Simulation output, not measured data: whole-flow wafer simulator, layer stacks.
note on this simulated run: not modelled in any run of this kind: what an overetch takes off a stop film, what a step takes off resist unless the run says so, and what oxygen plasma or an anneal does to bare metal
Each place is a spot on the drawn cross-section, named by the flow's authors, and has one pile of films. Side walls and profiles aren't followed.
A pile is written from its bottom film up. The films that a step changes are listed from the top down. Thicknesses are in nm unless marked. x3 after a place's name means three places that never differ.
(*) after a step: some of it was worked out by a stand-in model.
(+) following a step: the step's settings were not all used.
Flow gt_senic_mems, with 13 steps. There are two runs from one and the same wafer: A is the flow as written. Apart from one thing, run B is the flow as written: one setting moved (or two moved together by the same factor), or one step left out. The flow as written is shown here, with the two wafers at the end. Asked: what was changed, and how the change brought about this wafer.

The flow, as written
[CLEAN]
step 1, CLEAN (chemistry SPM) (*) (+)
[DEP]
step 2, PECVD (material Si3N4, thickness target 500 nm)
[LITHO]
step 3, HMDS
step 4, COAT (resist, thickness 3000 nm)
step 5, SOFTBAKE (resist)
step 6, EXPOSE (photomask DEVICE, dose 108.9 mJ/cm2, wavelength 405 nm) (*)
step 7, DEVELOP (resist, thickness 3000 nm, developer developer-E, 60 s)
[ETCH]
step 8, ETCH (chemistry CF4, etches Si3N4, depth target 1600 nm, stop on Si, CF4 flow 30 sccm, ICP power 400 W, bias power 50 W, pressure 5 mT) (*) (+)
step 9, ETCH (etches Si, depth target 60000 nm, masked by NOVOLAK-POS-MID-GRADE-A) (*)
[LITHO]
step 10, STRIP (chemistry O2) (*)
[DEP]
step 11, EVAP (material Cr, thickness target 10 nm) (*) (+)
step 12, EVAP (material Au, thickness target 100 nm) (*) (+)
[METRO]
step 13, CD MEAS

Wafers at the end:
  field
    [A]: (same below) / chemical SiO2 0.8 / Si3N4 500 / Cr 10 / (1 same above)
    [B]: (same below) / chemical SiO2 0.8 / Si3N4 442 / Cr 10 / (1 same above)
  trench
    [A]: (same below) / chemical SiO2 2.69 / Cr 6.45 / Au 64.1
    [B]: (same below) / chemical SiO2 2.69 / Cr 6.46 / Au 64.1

The reason: step 2, PECVD: thickness target 442 nm was run, while the flow as written has thickness target 500 nm.
The wafer itself shows it: field has Si3N4 442, and step 2 as written asks for 500 nm.

The path from the change to this, step by step:
  step 2, PECVD (material Si3N4, thickness target 500 nm)
      field, trench: A Si3N4 gains 500 (new film) | B Si3N4 gains 442 (new film)
  step 8, ETCH (chemistry CF4, etches Si3N4, depth target 1600 nm, stop on Si, CF4 flow 30 sccm, ICP power 400 W, bias power 50 W, pressure 5 mT) (*) (+)
      field: A resist loses 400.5 | B resist loses 361.9
      trench: A Si3N4 loses 500 (all of it), chemical SiO2 loses 0.8 (all of it) | B Si3N4 loses 442 (all of it), chemical SiO2 loses 0.8 (all of it)
  step 10, STRIP (chemistry O2) (*)
      field: A resist loses 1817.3 (all of it) | B resist loses 1856 (all of it)
